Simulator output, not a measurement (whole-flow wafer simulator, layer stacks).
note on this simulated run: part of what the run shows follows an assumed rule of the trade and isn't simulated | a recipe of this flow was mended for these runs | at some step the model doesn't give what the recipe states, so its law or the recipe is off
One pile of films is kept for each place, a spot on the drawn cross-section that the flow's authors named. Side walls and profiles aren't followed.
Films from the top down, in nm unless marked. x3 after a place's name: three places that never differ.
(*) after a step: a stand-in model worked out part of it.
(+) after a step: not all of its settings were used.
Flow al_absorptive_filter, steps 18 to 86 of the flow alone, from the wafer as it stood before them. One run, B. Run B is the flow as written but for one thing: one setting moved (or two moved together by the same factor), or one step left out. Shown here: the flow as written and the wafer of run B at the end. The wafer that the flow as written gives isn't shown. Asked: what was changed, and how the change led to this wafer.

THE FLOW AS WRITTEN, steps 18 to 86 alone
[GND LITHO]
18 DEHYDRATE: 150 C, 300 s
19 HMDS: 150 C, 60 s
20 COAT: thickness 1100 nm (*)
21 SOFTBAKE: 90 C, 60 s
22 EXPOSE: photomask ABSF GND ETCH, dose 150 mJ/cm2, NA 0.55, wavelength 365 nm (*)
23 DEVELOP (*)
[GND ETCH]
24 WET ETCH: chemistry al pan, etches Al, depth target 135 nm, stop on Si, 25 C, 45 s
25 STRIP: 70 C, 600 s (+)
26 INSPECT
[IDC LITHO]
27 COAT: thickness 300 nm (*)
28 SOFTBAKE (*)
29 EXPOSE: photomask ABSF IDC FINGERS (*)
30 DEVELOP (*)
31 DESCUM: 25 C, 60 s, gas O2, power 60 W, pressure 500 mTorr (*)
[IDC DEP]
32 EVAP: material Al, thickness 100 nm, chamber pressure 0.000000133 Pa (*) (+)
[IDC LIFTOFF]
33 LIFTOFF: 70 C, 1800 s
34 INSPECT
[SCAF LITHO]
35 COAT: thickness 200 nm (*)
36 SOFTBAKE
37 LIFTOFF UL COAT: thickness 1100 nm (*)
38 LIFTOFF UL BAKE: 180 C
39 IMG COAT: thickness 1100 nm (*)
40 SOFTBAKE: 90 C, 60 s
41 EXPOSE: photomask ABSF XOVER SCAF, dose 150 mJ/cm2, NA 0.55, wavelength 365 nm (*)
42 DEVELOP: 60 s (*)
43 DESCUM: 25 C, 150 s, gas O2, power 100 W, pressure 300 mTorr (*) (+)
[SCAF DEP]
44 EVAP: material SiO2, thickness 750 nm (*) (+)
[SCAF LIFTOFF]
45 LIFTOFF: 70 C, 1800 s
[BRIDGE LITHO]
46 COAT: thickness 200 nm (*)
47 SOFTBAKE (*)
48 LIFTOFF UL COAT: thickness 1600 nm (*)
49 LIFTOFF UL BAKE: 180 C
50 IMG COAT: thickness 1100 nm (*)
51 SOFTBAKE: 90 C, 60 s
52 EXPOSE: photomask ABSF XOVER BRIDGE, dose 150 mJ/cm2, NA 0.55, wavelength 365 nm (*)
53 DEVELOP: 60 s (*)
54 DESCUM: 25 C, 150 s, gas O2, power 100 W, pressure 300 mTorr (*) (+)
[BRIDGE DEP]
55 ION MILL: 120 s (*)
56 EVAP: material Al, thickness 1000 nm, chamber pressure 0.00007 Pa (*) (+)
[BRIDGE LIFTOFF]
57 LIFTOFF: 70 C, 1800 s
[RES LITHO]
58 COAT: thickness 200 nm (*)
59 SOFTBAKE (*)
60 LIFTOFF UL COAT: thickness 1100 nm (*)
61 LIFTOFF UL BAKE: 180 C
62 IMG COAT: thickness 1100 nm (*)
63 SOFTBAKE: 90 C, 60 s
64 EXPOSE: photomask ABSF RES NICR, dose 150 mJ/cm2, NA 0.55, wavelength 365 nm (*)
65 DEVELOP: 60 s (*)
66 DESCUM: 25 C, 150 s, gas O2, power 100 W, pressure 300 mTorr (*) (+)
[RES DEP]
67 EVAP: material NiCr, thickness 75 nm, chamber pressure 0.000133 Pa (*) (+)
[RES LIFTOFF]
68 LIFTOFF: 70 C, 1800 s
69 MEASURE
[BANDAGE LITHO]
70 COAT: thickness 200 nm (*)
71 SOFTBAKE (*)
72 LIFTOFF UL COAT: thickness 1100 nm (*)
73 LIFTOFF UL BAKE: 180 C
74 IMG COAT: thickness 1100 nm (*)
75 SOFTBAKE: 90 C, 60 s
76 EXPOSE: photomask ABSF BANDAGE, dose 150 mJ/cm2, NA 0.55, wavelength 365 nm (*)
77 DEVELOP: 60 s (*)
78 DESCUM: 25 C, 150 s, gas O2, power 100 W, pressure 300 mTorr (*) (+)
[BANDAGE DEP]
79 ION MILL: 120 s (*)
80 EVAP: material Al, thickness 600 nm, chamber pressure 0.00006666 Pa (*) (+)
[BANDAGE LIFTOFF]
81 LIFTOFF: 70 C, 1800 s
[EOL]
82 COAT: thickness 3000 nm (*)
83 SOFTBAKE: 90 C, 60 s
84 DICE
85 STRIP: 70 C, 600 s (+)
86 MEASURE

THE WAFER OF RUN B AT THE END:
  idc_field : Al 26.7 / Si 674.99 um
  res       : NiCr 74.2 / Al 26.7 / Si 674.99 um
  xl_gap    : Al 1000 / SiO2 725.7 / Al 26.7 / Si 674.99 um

The cause: step 24, WET ETCH: depth target 60 nm was run, where the flow has depth target 135 nm; step 24, WET ETCH: 20 s was run, where the flow has 45 s.

How the change led to this, step by step:
  24 WET ETCH: chemistry al pan, etches Al, depth target 135 nm, stop on Si, 25 C, 45 s
      res, xl_gap, idc_field, idc_line, idc_space: Al -60 (as written it would be: Al -86.7 (all of it))
  27 COAT: thickness 300 nm (*)
      ledge: e-beam-resist +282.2 (new film) (as written it would be: e-beam-resist +274.4 (new film))
      res: e-beam-resist +337 (new film) (as written it would be: e-beam-resist +349.6 (new film))
      (and at 1 more place)
  31 DESCUM: 25 C, 60 s, gas O2, power 60 W, pressure 500 mTorr (*)
      idc_line: nothing (as written it would be: chemical SiO2 +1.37 (new film), Si -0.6)
  32 EVAP: material Al, thickness 100 nm, chamber pressure 0.000000133 Pa (*) (+)
      idc_line: Al +100 (as written it would be: Al +100 (new film))
  33 LIFTOFF: 70 C, 1800 s
      ledge: Al -100 (all of it), e-beam-resist -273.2 (all of it) (as written it would be: Al -100 (all of it), e-beam-resist -265.3 (all of it))
      res: Al -100 (all of it), e-beam-resist -327.9 (all of it) (as written it would be: Al -100 (all of it), e-beam-resist -340.6 (all of it))
      (and at 1 more place)
  35 COAT: thickness 200 nm (*)
      ledge: acrylic-e-beam-resist +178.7 (new film) (as written it would be: acrylic-e-beam-resist +169.8 (new film))
      res: acrylic-e-beam-resist +223.9 (new film) (as written it would be: acrylic-e-beam-resist +231.4 (new film))
      (and at 2 more places)
  43 DESCUM: 25 C, 150 s, gas O2, power 100 W, pressure 300 mTorr (*) (+)
      gnd, pad_far, pad_near and 7 more: i-line-resist -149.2 (as written it would be: i-line-resist -159.6)
      xl_gap: acrylic-e-beam-resist -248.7 (all of it) (as written it would be: acrylic-e-beam-resist -265.9 (all of it))
      (and at 1 more place)
  45 LIFTOFF: 70 C, 1800 s
      ledge: SiO2 -750 (all of it), i-line-resist -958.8 (all of it), lift-off-underlayer -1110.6 (all of it), acrylic-e-beam-resist -178.7 (all of it) (as written it would be: SiO2 -750 (all of it), i-line-resist -952.1 (all of it), lift-off-underlayer -1114 (all of it), acrylic-e-beam-resist -169.8 (all of it))
      res: SiO2 -750 (all of it), i-line-resist -962.1 (all of it), lift-off-underlayer -1135.4 (all of it), acrylic-e-beam-resist -223.9 (all of it) (as written it would be: SiO2 -750 (all of it), i-line-resist -956.3 (all of it), lift-off-underlayer -1148.2 (all of it), acrylic-e-beam-resist -231.4 (all of it))
  46 COAT: thickness 200 nm (*)
      ledge: acrylic-e-beam-resist +178.7 (new film) (as written it would be: acrylic-e-beam-resist +169.8 (new film))
      res: acrylic-e-beam-resist +223.9 (new film) (as written it would be: acrylic-e-beam-resist +231.4 (new film))
      (and at 2 more places)
  54 DESCUM: 25 C, 150 s, gas O2, power 100 W, pressure 300 mTorr (*) (+)
      xl_gap: acrylic-e-beam-resist -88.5 (all of it) (as written it would be: acrylic-e-beam-resist -97.9 (all of it))
      xl_turn: acrylic-e-beam-resist -146.2 (all of it) (as written it would be: acrylic-e-beam-resist -141.8 (all of it))
  57 LIFTOFF: 70 C, 1800 s
      ledge: Al -1000 (all of it), i-line-resist -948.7 (all of it), lift-off-underlayer -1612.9 (all of it), acrylic-e-beam-resist -178.7 (all of it) (as written it would be: Al -1000 (all of it), i-line-resist -951.7 (all of it), lift-off-underlayer -1617.2 (all of it), acrylic-e-beam-resist -169.8 (all of it))
      res: Al -1000 (all of it), i-line-resist -950.8 (all of it), lift-off-underlayer -1639 (all of it), acrylic-e-beam-resist -223.9 (all of it) (as written it would be: Al -1000 (all of it), i-line-resist -954.3 (all of it), lift-off-underlayer -1653.2 (all of it), acrylic-e-beam-resist -231.4 (all of it))
  58 COAT: thickness 200 nm (*)
      ledge: acrylic-e-beam-resist +178.7 (new film) (as written it would be: acrylic-e-beam-resist +169.8 (new film))
      res: acrylic-e-beam-resist +223.9 (new film) (as written it would be: acrylic-e-beam-resist +231.4 (new film))
      (and at 2 more places)
  66 DESCUM: 25 C, 150 s, gas O2, power 100 W, pressure 300 mTorr (*) (+)
      gnd, pad_far, xa_field and 8 more: i-line-resist -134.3 (as written it would be: i-line-resist -138.9)
      ledge: acrylic-e-beam-resist -178.7 (all of it) (as written it would be: acrylic-e-beam-resist -169.8 (all of it))
      (and at 1 more place)
  68 LIFTOFF: 70 C, 1800 s
      xl_gap: NiCr -75 (all of it), i-line-resist -820 (all of it), lift-off-underlayer -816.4 (all of it), acrylic-e-beam-resist -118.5 (all of it) (as written it would be: NiCr -75 (all of it), i-line-resist -818.3 (all of it), lift-off-underlayer -831.4 (all of it), acrylic-e-beam-resist -123.8 (all of it))
      xl_turn: NiCr -75 (all of it), i-line-resist -762.5 (all of it), lift-off-underlayer -784.4 (all of it), acrylic-e-beam-resist -150.2 (all of it) (as written it would be: NiCr -75 (all of it), i-line-resist -760.9 (all of it), lift-off-underlayer -781.4 (all of it), acrylic-e-beam-resist -146.6 (all of it))
  70 COAT: thickness 200 nm (*)
      ledge: acrylic-e-beam-resist +176.1 (new film) (as written it would be: acrylic-e-beam-resist +167 (new film))
      res: acrylic-e-beam-resist +210.3 (new film) (as written it would be: acrylic-e-beam-resist +218.1 (new film))
      (and at 2 more places)
  81 LIFTOFF: 70 C, 1800 s
      ledge: Al -600 (all of it), i-line-resist -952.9 (all of it), lift-off-underlayer -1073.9 (all of it), acrylic-e-beam-resist -176.1 (all of it) (as written it would be: Al -600 (all of it), i-line-resist -956.6 (all of it), lift-off-underlayer -1077.5 (all of it), acrylic-e-beam-resist -167 (all of it))
      res: Al -600 (all of it), i-line-resist -959.6 (all of it), lift-off-underlayer -1105.6 (all of it), acrylic-e-beam-resist -210.3 (all of it) (as written it would be: Al -600 (all of it), i-line-resist -964.1 (all of it), lift-off-underlayer -1118.2 (all of it), acrylic-e-beam-resist -218.1 (all of it))
      (and at 2 more places)
  83 SOFTBAKE: 90 C, 60 s
      res: i-line-resist -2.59 (as written it would be: i-line-resist -1.75)
Counting metal films that touch as one body, idc_field has 1 body; the flow as written gives 0 bodies.
Counting metal films that touch as one body, res has 1 body; the flow as written gives 0 bodies.
Counting metal films that touch as one body, xl_gap has 2 bodies (between them, from the top down: SiO2 725.7); the flow as written gives 1 body.
